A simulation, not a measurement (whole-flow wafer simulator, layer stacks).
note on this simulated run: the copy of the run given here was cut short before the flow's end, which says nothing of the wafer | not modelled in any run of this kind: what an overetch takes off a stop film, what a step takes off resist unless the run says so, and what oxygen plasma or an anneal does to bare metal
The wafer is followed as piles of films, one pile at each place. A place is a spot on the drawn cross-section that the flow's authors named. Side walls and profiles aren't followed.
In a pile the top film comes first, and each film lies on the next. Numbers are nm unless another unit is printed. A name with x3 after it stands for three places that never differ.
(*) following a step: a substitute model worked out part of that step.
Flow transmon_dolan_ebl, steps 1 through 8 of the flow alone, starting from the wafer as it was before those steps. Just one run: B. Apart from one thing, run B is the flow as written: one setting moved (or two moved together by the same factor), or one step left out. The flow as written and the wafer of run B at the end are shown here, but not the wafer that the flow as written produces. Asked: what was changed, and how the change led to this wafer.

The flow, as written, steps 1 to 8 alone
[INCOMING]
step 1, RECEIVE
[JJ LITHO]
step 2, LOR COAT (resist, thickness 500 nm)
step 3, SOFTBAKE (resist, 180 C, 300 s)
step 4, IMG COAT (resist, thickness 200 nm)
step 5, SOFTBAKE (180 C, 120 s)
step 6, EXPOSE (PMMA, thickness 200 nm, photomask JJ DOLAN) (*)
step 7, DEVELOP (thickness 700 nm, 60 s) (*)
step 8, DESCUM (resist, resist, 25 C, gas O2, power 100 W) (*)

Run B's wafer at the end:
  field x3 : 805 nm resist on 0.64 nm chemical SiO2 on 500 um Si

What caused this: step 4, IMG COAT: thickness 320 nm was run, whereas the flow has thickness 200 nm.

How this came from the change, step by step:
  step 4, IMG COAT (resist, thickness 200 nm)
      field x3, jj_line: +320 resist (as written it would have been: +200 resist)
  step 7, DEVELOP (thickness 700 nm, 60 s) (*)
      jj_line: -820 resist (all of it) (as written it would have been: -700 resist (all of it))
